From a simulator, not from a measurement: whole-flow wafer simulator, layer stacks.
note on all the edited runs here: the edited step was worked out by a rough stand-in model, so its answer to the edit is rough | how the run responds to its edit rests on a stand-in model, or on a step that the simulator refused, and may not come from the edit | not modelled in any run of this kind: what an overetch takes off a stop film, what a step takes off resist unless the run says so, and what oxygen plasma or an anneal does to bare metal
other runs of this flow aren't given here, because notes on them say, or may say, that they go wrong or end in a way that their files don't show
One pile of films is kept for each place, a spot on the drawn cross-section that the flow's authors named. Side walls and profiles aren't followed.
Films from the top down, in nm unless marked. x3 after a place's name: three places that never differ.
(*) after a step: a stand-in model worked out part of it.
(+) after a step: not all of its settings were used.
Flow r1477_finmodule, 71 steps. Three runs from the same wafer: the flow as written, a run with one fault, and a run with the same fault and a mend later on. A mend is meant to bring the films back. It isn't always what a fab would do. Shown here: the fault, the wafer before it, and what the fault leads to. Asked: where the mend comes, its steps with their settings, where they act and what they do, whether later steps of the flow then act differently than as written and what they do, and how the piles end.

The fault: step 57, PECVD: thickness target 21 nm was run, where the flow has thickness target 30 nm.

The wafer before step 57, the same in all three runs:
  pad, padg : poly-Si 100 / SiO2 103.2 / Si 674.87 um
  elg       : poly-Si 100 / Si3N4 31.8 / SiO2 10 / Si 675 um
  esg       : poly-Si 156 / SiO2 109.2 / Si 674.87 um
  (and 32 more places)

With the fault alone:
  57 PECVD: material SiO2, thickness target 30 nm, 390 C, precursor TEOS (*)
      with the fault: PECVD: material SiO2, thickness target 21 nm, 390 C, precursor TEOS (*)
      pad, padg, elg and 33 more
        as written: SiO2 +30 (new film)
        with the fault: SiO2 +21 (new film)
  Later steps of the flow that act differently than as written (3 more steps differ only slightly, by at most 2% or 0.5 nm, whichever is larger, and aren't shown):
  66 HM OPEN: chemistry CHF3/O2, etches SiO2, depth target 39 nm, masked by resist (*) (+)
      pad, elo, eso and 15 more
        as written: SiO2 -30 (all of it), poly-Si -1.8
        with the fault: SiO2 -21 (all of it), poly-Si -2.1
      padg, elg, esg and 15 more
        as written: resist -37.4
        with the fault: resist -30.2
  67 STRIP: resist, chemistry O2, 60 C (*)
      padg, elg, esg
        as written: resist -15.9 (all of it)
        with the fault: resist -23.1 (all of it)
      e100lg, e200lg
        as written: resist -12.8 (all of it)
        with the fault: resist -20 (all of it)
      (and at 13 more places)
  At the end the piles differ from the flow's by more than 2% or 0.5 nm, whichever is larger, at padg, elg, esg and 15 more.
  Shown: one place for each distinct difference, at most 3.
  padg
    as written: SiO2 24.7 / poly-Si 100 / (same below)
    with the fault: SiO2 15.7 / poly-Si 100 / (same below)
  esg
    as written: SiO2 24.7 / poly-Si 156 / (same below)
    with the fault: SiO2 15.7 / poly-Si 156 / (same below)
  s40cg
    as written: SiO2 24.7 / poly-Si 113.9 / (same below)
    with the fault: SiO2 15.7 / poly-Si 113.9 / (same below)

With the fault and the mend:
  The mend comes after step 58.
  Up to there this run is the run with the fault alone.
  58a PECVD: material SiO2, thickness target 9 nm, 390 C, precursor TEOS (*) (the flow's step 57 once more, with other settings)
      pad, padg, elg and 33 more
        SiO2 +9
  No later step of the flow acts differently than as written at any place that is followed.
  At the end the piles are the same as the flow's at every place that both follow.
